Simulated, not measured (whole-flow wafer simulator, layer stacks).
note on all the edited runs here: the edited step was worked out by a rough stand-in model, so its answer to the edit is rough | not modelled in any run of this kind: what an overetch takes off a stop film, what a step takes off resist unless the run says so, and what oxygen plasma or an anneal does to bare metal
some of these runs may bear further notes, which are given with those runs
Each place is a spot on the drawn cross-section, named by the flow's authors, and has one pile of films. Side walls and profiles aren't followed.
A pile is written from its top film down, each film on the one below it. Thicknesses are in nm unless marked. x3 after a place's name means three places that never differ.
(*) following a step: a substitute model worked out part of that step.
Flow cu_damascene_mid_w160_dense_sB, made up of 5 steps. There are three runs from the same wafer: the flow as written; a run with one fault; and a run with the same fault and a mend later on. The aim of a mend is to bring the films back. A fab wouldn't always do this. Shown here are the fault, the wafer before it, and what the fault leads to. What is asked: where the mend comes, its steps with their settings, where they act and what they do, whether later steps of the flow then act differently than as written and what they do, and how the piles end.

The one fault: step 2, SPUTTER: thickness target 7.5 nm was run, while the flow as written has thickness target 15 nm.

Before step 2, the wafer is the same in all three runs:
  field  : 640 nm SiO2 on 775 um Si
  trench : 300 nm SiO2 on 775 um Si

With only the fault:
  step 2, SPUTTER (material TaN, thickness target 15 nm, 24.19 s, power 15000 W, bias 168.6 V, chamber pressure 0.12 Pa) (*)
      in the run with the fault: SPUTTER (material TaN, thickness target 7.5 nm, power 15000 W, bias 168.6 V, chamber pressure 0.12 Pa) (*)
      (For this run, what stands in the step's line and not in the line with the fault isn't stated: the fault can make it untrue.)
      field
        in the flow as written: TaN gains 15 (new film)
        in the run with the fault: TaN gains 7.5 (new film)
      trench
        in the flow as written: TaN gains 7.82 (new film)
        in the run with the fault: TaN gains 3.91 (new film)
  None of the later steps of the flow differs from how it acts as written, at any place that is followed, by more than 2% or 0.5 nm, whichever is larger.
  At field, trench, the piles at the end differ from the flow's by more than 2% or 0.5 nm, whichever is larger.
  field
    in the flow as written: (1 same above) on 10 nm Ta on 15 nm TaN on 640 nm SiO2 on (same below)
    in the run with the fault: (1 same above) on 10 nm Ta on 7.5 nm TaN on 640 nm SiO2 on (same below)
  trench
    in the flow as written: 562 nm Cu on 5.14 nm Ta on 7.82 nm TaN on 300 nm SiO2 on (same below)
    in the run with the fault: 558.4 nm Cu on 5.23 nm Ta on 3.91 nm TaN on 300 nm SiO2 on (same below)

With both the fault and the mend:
  The mend stands after step 2.
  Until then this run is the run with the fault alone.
  step 2a, SPUTTER (material TaN, thickness target 7.5 nm, power 15000 W, bias 168.6 V, chamber pressure 0.12 Pa) (*) (a further turn of the flow's step 2, with different settings)
      field
        TaN gains 7.5
      trench
        TaN gains 3.84
  None of the later steps of the flow differs from how it acts as written, at any place that is followed, by more than 2% or 0.5 nm, whichever is larger.
  When the end is reached, the piles differ only a little from the flow's at the places that both follow, at most by 2% or 0.5 nm, whichever is larger.
